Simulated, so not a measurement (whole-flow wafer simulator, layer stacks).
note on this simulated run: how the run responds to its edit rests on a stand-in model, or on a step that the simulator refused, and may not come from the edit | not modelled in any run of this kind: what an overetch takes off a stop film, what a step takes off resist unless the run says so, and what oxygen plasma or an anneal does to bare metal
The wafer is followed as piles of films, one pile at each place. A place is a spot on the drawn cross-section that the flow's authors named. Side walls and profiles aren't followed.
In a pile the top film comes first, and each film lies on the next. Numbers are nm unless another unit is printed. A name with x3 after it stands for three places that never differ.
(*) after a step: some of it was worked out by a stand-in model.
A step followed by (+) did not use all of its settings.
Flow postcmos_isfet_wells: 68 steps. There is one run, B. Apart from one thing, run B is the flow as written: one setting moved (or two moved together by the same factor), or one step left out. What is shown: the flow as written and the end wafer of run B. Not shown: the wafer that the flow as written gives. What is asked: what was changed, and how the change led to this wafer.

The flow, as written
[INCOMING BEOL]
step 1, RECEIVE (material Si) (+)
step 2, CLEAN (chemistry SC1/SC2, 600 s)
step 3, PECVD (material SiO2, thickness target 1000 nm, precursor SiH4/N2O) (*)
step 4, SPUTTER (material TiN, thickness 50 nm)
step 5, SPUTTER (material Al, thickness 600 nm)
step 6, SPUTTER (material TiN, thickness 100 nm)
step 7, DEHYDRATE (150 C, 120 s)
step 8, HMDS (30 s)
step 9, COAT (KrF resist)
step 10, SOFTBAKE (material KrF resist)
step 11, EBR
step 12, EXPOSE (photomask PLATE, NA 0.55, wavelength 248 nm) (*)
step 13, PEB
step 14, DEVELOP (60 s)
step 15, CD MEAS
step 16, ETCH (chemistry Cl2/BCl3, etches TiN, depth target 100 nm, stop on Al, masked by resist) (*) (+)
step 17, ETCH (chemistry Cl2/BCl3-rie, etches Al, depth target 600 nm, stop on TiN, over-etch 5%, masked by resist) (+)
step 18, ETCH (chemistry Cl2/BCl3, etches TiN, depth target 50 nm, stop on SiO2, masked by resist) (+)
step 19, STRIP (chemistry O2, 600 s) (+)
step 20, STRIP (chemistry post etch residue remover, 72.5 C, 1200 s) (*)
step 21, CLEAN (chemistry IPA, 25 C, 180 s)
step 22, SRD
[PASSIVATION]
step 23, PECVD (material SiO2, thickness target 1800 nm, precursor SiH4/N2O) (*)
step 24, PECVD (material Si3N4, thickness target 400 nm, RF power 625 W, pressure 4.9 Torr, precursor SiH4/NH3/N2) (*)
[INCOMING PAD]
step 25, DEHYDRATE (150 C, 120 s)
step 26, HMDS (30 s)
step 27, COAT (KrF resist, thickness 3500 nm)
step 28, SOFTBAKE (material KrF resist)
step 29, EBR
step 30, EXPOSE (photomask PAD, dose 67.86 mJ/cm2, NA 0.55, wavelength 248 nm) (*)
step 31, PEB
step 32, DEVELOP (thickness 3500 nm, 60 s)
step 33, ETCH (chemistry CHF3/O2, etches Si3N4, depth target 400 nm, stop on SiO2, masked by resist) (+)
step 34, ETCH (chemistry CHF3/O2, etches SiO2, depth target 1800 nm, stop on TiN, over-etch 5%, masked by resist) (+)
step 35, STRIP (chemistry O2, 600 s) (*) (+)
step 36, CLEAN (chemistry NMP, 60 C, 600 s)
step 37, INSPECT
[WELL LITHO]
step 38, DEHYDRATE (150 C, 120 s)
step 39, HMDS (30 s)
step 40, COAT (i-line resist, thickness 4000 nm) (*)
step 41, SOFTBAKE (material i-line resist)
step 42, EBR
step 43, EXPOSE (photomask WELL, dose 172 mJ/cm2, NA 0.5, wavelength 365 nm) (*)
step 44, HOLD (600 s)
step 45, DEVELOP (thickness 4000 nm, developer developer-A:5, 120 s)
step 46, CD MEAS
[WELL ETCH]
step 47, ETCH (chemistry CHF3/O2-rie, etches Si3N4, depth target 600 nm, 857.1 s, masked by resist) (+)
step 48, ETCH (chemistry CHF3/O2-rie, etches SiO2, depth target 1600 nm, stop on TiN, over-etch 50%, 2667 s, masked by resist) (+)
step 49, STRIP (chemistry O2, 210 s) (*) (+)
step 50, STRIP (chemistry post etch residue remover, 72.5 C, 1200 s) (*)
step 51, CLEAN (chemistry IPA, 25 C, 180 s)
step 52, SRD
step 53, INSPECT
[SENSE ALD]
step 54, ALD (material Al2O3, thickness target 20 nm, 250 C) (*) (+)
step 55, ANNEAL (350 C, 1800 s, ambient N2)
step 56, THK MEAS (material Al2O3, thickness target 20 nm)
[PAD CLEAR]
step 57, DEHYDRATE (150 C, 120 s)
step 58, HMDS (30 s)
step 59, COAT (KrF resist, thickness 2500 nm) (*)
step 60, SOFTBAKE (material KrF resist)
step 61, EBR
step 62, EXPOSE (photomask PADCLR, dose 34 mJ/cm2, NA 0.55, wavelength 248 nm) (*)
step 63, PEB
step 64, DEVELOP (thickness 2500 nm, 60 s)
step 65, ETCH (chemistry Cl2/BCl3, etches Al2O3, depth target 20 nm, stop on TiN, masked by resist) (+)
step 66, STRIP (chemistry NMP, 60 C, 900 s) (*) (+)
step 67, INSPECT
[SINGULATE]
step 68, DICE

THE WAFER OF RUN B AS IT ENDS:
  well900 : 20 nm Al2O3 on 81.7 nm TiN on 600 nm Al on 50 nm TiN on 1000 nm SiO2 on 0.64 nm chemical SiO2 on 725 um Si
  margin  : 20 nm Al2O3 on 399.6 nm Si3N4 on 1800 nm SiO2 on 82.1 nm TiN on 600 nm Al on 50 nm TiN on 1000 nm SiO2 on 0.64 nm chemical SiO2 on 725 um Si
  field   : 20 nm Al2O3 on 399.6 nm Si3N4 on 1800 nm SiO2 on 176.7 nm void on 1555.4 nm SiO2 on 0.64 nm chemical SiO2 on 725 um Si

The reason: step 6, SPUTTER: thickness 82.5 nm was run, whereas the flow has thickness 100 nm.

Step by step, how the change led to this:
  step 6, SPUTTER (material TiN, thickness 100 nm)
      field, margin, well900, well1300 x3, pad_rim, pad_clr, pad_open: +82.5 TiN (new film) (as written it would have been: +100 TiN (new film))
  step 16, ETCH (chemistry Cl2/BCl3, etches TiN, depth target 100 nm, stop on Al, masked by resist) (*) (+)
      field: -82.5 TiN (all of it) (as written it would have been: -100 TiN (all of it))
  step 23, PECVD (material SiO2, thickness target 1800 nm, precursor SiH4/N2O) (*)
      field: +1800 SiO2 (new film), +176.7 void (new film), +555.4 SiO2 (as written it would have been: +1800 SiO2 (new film), +189.9 void (new film), +559.7 SiO2)
